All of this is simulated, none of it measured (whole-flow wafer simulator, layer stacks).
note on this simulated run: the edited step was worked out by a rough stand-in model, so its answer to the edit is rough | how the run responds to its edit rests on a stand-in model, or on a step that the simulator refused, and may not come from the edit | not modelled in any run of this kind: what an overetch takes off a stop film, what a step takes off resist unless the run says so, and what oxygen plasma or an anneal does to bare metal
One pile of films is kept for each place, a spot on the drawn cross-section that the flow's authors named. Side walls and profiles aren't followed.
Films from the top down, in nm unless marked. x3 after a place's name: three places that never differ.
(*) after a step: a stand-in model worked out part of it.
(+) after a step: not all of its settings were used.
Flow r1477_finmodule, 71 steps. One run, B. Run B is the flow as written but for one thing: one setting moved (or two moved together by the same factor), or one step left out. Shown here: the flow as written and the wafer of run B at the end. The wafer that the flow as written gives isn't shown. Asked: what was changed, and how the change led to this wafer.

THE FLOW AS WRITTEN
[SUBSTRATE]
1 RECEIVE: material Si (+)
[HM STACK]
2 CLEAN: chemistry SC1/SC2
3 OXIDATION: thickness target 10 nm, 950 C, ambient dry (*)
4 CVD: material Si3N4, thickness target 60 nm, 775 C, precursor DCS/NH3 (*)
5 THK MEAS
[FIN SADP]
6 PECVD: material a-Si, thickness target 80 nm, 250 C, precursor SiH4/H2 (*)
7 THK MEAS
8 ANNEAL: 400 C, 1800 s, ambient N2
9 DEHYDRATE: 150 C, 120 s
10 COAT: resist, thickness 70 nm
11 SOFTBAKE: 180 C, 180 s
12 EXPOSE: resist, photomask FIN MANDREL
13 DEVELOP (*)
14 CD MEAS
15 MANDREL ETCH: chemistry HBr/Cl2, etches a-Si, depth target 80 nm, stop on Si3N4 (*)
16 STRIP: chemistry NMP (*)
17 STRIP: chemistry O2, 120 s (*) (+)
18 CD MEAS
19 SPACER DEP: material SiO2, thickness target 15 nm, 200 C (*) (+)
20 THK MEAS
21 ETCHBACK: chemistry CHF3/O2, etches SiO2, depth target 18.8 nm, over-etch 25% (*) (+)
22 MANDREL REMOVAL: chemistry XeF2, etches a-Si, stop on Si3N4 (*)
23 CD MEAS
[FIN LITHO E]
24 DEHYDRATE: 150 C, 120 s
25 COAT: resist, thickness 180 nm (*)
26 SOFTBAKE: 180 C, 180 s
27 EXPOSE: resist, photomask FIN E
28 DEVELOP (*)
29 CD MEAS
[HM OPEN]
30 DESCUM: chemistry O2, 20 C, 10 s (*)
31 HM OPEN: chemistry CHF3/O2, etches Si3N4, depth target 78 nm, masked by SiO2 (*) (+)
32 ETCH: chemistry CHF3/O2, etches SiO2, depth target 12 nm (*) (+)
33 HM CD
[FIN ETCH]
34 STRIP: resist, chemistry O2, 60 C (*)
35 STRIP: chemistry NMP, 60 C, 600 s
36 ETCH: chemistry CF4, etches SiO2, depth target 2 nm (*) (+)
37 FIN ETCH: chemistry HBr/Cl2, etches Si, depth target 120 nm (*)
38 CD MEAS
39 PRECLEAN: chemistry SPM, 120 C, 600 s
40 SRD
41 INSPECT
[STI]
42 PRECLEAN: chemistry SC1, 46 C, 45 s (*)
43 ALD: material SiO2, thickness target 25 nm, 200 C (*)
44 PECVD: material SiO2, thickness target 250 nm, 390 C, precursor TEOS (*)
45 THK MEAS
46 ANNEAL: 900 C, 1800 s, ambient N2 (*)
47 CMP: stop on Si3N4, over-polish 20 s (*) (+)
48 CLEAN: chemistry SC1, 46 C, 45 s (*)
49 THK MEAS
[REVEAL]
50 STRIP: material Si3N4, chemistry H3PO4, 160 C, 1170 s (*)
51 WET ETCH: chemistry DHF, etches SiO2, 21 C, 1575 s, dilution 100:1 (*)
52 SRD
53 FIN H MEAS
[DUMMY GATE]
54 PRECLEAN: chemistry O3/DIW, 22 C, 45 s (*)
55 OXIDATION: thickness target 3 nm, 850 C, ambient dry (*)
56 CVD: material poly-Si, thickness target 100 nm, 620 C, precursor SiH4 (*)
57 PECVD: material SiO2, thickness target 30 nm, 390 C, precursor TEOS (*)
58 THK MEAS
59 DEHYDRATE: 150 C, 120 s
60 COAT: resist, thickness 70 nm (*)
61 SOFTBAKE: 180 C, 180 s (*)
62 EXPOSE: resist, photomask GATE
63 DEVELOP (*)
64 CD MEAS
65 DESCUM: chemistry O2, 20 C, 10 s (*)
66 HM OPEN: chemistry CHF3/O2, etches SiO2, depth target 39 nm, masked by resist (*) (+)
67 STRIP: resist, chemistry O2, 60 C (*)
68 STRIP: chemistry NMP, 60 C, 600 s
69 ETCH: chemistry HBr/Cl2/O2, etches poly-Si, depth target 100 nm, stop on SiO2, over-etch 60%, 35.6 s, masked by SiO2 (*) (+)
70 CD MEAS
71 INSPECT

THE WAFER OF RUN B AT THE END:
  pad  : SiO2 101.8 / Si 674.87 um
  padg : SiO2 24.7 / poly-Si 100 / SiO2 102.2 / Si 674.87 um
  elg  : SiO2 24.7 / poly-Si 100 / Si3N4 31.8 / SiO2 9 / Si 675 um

The cause: step 3, OXIDATION: thickness target 9 nm was run, where the flow has thickness target 10 nm.
It can be read off the wafer: elg has SiO2 9, and step 3 as written asks for 10 nm.

How the change led to this, step by step:
  3 OXIDATION: thickness target 10 nm, 950 C, ambient dry (*)
      pad, padg, elg and 33 more: SiO2 +9 (new film), chemical SiO2 -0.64 (all of it), Si -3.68 (as written it would be: SiO2 +10 (new film), chemical SiO2 -0.64 (all of it), Si -4.12)
  31 HM OPEN: chemistry CHF3/O2, etches Si3N4, depth target 78 nm, masked by SiO2 (*) (+)
      s40cg, s45cg, s50cg, s40co, s45co, s50co: Si3N4 -60 (all of it), SiO2 -9 (all of it) (as written it would be: Si3N4 -60 (all of it), SiO2 -9)
      pad, padg, esg and 13 more: Si3N4 -56.4 (all of it), SiO2 -9 (all of it) (as written it would be: Si3N4 -56.4 (all of it), SiO2 -10 (all of it))
  32 ETCH: chemistry CHF3/O2, etches SiO2, depth target 12 nm (*) (+)
      s40cg, s40co: Si -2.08 (as written it would be: SiO2 -1 (all of it), Si -2.2)
      s45cg, s45co: Si -2.12 (as written it would be: SiO2 -1 (all of it), Si -2.2)
      (and at 2 more places)
  51 WET ETCH: chemistry DHF, etches SiO2, 21 C, 1575 s, dilution 100:1 (*)
      s40sg_line, s45sg_line, s50sg_line, s40so_line, s45so_line, s50so_line: SiO2 -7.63 (all of it) (as written it would be: SiO2 -8.63 (all of it))
  67 STRIP: resist, chemistry O2, 60 C (*)
      s40sg: resist -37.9 (all of it) (as written it would be: resist -36.9 (all of it))
      s45sg: resist -37.8 (all of it) (as written it would be: resist -36.9 (all of it))
      (and at 1 more place)
